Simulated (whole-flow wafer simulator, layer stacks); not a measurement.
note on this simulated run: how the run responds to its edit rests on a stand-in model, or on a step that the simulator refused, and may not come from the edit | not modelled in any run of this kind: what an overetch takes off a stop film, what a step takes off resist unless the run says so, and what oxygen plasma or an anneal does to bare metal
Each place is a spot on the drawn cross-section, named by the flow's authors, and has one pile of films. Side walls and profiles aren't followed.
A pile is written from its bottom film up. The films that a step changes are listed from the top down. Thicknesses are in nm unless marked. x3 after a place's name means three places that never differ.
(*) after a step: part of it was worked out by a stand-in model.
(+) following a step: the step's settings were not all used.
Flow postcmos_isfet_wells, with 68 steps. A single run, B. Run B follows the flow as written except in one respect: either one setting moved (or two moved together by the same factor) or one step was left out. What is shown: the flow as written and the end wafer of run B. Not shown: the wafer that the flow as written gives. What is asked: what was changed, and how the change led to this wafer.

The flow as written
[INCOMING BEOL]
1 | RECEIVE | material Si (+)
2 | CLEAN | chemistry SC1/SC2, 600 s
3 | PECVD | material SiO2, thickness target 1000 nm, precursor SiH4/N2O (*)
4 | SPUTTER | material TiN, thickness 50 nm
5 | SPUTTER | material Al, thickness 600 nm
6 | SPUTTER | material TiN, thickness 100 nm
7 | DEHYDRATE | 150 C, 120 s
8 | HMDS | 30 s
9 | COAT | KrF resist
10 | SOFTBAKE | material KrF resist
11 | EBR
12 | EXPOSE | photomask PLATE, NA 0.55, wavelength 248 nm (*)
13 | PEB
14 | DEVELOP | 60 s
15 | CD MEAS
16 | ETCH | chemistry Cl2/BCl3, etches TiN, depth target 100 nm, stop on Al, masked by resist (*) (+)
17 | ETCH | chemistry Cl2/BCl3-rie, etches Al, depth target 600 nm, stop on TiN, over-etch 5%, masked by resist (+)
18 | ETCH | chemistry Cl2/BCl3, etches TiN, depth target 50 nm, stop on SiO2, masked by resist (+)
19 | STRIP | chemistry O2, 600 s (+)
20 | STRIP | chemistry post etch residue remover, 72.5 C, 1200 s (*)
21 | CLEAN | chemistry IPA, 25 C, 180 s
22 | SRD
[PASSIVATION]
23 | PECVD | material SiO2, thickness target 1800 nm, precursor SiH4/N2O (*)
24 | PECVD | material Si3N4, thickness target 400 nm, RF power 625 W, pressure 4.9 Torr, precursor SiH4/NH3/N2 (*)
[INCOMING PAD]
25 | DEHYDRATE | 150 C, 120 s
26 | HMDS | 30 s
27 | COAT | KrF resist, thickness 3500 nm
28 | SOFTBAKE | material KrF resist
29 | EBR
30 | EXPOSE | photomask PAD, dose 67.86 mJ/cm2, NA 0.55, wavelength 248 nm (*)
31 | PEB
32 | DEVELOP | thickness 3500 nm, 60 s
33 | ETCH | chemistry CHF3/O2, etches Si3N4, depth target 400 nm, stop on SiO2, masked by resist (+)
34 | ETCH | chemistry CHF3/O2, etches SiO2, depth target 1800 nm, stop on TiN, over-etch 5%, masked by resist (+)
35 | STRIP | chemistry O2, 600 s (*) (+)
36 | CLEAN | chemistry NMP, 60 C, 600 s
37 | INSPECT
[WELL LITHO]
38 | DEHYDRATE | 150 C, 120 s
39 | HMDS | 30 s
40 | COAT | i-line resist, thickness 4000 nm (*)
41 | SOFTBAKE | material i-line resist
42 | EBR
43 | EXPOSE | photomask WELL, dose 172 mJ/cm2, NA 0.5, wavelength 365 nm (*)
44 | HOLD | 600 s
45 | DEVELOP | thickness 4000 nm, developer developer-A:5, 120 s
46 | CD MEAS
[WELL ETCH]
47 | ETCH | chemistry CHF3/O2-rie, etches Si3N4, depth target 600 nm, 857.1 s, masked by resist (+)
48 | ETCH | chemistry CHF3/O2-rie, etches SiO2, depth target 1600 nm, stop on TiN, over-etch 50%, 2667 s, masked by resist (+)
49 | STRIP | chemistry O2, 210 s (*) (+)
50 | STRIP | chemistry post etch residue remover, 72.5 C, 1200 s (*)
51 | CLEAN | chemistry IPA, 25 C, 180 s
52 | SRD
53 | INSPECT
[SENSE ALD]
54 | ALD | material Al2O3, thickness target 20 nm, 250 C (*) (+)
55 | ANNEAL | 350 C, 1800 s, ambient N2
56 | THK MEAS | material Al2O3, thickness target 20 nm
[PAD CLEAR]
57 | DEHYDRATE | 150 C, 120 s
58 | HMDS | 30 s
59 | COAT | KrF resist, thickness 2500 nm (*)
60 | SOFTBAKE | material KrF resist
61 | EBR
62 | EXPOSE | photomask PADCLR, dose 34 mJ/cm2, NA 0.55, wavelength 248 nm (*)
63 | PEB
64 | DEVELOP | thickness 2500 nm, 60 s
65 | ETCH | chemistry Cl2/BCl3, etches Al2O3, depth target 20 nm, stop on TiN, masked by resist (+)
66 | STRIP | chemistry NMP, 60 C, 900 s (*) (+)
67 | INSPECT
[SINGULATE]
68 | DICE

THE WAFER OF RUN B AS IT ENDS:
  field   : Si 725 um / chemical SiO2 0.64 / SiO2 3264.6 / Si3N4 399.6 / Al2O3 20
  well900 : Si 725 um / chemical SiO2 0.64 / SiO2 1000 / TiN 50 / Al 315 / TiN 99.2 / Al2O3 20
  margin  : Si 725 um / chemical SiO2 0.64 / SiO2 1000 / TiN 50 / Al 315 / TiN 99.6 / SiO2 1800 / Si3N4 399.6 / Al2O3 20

Cause: step 5, SPUTTER: thickness 315 nm was run, though the flow has thickness 600 nm.
The wafer lets one read it off: well900 has Al 315, and step 5 as written asks for 600 nm.

How this came from the change, step by step:
  5 | SPUTTER | material Al, thickness 600 nm
      field, margin, well900, well1300 x3, pad_rim, pad_clr, pad_open: +315 Al (new film) (it would be, as written: +600 Al (new film))
  17 | ETCH | chemistry Cl2/BCl3-rie, etches Al, depth target 600 nm, stop on TiN, over-etch 5%, masked by resist (+)
      margin, well900, well1300 x3, pad_rim, pad_clr, pad_open: -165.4 KrF resist (it would be, as written: -300 KrF resist)
      field: -315 Al (all of it) (it would be, as written: -600 Al (all of it))
  19 | STRIP | chemistry O2, 600 s (+)
      margin, well900, well1300 x3, pad_rim, pad_clr, pad_open: -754 KrF resist (all of it) (it would be, as written: -619.4 KrF resist (all of it))
  23 | PECVD | material SiO2, thickness target 1800 nm, precursor SiH4/N2O (*)
      field: +2264.6 SiO2 (it would be, as written: +1800 SiO2 (new film), +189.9 void (new film), +559.7 SiO2)
